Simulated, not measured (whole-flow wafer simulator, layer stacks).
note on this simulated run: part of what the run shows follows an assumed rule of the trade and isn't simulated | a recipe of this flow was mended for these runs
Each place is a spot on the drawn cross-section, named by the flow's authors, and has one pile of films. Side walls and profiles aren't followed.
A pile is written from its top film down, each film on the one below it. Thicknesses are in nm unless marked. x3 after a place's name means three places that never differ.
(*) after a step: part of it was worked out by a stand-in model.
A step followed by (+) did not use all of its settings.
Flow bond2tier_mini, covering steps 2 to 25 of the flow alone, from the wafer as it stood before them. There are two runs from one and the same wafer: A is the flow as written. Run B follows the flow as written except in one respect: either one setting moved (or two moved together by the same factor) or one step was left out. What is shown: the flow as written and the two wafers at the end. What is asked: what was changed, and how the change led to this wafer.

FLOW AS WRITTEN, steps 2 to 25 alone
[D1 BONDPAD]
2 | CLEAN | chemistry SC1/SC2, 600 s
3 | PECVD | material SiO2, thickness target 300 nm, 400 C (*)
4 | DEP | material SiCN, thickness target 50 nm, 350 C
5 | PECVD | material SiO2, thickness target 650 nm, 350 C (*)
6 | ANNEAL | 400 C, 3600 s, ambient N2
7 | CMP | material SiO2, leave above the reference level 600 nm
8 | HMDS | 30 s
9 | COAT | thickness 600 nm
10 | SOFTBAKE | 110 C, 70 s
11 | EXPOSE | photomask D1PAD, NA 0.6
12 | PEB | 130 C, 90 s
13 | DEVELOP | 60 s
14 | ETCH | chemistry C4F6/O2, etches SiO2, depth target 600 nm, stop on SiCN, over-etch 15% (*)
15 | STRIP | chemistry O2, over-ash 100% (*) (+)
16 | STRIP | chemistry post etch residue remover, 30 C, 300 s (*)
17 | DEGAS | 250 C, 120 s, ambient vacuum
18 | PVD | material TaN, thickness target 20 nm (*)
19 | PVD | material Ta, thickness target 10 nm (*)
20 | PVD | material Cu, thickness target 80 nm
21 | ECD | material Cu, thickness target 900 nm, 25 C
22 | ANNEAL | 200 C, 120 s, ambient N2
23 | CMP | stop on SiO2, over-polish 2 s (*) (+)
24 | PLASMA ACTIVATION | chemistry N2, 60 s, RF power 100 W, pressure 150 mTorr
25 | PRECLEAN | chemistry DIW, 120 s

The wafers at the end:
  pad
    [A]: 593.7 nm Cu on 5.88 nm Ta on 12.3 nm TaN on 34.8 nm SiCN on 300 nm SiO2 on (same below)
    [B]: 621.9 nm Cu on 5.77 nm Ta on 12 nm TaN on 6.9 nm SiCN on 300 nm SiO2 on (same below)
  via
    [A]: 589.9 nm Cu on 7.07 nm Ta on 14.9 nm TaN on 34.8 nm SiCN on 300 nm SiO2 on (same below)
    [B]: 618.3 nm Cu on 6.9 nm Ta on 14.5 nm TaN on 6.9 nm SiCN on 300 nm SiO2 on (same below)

Cause: step 14, ETCH: depth target 744 nm was run, while the flow as written has depth target 600 nm.

The path from the change to this, step by step:
  14 | ETCH | chemistry C4F6/O2, etches SiO2, depth target 600 nm, stop on SiCN, over-etch 15% (*)
      pad, via: A -600 SiO2 (all of it), -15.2 SiCN | B -600 SiO2 (all of it), -43.1 SiCN
      field: A -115 thick-KrF-resist | B -142.6 thick-KrF-resist
  15 | STRIP | chemistry O2, over-ash 100% (*) (+)
      field: A -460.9 thick-KrF-resist (all of it) | B -433.3 thick-KrF-resist (all of it)
  20 | PVD | material Cu, thickness target 80 nm
      via: A +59 Cu (new film) | B +57.6 Cu (new film)
